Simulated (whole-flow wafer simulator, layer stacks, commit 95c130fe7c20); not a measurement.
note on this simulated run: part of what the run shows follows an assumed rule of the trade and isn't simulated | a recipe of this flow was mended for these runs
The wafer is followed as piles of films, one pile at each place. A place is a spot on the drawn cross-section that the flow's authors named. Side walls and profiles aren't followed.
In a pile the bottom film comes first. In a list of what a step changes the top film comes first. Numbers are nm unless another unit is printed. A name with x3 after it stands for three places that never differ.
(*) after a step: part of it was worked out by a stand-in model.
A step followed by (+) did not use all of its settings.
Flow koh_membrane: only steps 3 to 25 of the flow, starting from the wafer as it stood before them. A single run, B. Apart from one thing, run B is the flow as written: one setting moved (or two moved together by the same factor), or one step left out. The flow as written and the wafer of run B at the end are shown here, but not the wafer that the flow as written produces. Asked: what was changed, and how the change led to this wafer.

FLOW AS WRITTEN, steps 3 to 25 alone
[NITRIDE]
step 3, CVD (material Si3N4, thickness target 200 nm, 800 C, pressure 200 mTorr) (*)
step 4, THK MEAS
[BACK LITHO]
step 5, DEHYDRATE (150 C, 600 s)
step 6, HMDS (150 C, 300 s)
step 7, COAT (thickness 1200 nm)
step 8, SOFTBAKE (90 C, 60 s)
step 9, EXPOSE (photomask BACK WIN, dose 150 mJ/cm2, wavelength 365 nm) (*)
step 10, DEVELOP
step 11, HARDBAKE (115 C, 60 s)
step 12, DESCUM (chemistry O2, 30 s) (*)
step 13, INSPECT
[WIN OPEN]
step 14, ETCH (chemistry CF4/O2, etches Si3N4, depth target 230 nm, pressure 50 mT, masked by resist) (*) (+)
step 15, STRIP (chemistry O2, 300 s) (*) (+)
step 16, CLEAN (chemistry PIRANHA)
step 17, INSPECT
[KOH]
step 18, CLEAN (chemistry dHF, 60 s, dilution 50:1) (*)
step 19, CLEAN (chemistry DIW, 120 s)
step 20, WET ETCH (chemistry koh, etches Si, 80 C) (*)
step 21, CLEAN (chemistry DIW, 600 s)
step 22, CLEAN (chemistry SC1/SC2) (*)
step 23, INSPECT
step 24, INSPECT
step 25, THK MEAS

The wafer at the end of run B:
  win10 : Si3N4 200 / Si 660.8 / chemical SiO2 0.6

Cause: step 14, ETCH: depth target 200.1 nm was run, while the flow as written has depth target 230 nm.

How this came from the change, step by step:
  step 14, ETCH (chemistry CF4/O2, etches Si3N4, depth target 230 nm, pressure 50 mT, masked by resist) (*) (+)
      win20 x4, win10: Si3N4 loses 200 (all of it), chemical SiO2 loses 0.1 (in the flow as written it would be: Si3N4 loses 200 (all of it), chemical SiO2 loses 0.64 (all of it), Si loses 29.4)
      field: i-line-resist loses 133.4 (in the flow as written it would be: i-line-resist loses 153.3)
  step 15, STRIP (chemistry O2, 300 s) (*) (+)
      win20 x4, win10: chemical SiO2 gains 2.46, Si loses 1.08 (in the flow as written it would be: chemical SiO2 gains 3 (new film), Si loses 1.32)
      field: i-line-resist loses 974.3 (all of it) (in the flow as written it would be: i-line-resist loses 954.4 (all of it))
